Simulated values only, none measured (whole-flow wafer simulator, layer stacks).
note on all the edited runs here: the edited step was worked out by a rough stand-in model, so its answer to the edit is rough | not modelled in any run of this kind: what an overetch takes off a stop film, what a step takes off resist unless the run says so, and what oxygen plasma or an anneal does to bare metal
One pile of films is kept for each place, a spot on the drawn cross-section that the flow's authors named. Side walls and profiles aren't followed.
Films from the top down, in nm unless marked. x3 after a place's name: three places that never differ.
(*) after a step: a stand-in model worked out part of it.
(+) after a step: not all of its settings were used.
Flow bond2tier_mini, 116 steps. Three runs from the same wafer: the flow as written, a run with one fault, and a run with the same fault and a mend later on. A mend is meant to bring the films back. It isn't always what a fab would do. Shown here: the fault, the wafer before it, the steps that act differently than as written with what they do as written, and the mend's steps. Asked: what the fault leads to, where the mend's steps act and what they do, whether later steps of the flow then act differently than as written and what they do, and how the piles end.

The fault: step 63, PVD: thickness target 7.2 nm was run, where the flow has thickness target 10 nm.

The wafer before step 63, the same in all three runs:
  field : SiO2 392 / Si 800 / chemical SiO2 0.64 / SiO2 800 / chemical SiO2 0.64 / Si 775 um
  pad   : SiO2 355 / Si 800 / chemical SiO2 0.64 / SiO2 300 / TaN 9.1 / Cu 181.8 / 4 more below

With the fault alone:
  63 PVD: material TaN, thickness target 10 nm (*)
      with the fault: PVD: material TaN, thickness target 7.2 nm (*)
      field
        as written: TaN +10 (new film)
        with the fault: TaN +7.2 (new film)
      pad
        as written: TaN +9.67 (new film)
        with the fault: TaN +6.96 (new film)
  Later steps of the flow that act differently than as written (1 more step differs only slightly, by at most 2% or 0.5 nm, whichever is larger, and isn't shown):
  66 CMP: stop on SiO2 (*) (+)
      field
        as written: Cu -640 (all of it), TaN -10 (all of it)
        with the fault: Cu -640 (all of it), TaN -7.2 (all of it)
  At the end the piles differ from the flow's by more than 2% or 0.5 nm, whichever is larger, at pad.
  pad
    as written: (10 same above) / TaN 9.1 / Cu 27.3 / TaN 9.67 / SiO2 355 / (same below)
    with the fault: (10 same above) / TaN 9.1 / Cu 30 / TaN 6.96 / SiO2 355 / (same below)

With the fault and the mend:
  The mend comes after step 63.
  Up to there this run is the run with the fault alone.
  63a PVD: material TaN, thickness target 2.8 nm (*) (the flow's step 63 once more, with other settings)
      field
        TaN +2.8
      pad
        TaN +2.71
  No later step of the flow acts differently than as written at any place that is followed.
  At the end the piles are the same as the flow's at every place that both follow.
